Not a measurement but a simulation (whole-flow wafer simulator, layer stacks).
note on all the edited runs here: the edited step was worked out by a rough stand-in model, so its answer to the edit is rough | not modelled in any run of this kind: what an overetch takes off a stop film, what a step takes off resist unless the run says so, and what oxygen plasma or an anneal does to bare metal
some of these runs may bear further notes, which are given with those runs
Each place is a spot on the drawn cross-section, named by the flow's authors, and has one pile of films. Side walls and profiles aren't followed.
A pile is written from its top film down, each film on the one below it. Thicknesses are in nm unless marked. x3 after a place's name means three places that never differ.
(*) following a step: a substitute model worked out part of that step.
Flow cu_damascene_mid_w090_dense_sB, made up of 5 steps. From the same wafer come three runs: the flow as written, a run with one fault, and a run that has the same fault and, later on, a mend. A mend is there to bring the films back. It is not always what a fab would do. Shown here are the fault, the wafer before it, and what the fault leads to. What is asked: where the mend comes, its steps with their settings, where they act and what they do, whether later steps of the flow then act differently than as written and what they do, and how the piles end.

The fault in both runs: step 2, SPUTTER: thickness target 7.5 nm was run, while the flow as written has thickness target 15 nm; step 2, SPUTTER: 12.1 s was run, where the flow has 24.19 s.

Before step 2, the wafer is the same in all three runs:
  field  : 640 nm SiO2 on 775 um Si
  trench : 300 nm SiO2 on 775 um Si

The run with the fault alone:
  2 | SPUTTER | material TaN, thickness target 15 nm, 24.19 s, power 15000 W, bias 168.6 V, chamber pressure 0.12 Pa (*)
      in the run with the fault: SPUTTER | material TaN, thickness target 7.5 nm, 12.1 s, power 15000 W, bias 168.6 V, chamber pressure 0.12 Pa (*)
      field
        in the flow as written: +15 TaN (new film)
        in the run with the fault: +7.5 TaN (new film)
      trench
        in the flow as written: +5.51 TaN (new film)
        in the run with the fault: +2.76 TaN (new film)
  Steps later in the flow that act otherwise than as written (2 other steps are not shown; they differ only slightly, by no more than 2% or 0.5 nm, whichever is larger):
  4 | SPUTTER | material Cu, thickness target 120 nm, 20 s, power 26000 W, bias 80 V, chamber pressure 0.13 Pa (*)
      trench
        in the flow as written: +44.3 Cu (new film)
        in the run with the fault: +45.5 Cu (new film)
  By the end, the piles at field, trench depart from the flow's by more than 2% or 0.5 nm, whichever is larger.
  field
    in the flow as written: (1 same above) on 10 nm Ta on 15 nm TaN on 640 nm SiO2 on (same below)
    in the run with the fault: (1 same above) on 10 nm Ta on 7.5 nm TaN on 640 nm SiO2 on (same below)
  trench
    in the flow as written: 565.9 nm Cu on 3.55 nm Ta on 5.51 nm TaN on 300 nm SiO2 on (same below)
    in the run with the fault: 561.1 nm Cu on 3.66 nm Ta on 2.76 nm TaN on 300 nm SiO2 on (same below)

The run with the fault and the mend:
  After step 2 comes the mend.
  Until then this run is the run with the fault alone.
  2a | SPUTTER | material TaN, thickness target 7.5 nm, 12.1 s, power 15000 W, bias 168.6 V, chamber pressure 0.12 Pa (*) (the flow's step 2, run once more with other settings)
      field
        +7.5 TaN
      trench
        +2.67 TaN
  Every later step of the flow that is run acts as written, at every place that is followed, to within 2% or 0.5 nm, whichever is larger.
  The piles end only slightly different from the flow's at the places that both follow, by no more than 2% or 0.5 nm, whichever is larger.
